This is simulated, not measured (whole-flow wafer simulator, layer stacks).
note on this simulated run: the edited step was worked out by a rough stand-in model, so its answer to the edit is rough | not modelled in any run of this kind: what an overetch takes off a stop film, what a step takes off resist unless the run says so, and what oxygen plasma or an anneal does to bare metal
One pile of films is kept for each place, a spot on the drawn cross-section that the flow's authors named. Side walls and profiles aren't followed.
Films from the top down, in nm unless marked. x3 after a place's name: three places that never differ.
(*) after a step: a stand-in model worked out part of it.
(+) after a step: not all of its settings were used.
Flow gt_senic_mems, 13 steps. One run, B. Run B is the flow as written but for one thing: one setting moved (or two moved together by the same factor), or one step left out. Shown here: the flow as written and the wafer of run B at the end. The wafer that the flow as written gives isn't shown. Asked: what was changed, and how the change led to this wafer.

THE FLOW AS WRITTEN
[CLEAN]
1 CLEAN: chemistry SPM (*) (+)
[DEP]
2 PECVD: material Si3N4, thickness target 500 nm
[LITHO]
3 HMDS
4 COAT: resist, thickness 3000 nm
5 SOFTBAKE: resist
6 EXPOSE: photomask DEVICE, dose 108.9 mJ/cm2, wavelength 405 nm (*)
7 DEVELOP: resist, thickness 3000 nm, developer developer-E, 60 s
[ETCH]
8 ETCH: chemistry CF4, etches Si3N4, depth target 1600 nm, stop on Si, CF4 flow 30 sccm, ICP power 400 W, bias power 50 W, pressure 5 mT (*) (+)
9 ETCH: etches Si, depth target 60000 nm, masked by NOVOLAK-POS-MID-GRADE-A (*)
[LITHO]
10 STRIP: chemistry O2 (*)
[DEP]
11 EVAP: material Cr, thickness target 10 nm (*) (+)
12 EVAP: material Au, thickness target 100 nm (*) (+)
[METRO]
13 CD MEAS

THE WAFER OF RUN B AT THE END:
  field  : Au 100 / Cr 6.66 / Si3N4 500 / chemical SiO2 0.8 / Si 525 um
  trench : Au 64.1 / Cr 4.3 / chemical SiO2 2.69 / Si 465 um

The cause: step 11, EVAP: thickness target 6.66 nm was run, where the flow has thickness target 10 nm.
It can be read off the wafer: field has Cr 6.66, and step 11 as written asks for 10 nm.

How the change led to this, step by step:
  11 EVAP: material Cr, thickness target 10 nm (*) (+)
      field: Cr +6.66 (new film) (as written it would be: Cr +10 (new film))
      trench: Cr +4.3 (new film) (as written it would be: Cr +6.45 (new film))
